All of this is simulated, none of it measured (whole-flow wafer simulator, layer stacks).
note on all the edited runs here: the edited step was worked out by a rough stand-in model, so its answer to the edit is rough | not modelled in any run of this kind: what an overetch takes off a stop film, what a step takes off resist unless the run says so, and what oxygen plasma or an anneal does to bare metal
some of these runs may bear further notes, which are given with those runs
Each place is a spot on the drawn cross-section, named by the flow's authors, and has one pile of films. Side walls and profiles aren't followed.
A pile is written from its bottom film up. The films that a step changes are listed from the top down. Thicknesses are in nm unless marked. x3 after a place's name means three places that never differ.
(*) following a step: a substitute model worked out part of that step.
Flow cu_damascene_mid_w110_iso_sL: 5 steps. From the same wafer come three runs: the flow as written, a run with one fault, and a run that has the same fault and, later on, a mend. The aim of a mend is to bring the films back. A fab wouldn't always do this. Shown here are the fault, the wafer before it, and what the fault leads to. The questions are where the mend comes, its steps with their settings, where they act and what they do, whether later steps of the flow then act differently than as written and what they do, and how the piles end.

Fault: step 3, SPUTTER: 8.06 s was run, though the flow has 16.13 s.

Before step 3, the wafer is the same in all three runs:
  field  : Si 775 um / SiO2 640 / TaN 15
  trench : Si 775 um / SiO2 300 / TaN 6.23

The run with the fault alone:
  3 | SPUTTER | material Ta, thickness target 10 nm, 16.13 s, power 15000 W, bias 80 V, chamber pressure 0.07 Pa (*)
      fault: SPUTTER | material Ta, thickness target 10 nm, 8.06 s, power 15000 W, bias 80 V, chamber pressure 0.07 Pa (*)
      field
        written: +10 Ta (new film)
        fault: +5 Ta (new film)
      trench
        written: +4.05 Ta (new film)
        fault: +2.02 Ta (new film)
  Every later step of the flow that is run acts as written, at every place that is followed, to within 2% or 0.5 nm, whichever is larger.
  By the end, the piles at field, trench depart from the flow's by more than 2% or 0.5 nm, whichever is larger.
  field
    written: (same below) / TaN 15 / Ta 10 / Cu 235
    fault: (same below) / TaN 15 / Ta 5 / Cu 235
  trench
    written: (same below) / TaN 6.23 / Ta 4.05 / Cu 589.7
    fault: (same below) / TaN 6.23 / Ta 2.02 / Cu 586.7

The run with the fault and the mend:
  The mend follows step 3.
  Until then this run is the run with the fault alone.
  3a | SPUTTER | material Ta, thickness target 10 nm, 8.07 s, power 15000 W, bias 80 V, chamber pressure 0.07 Pa (*) (the flow's step 3, run once more with other settings)
      field
        +5 Ta
      trench
        +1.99 Ta
  Every later step of the flow that is run acts as written at every place that is followed.
  At the end the piles are close to the flow's at the places that both follow, differing by at most 2% or 0.5 nm, whichever is larger.
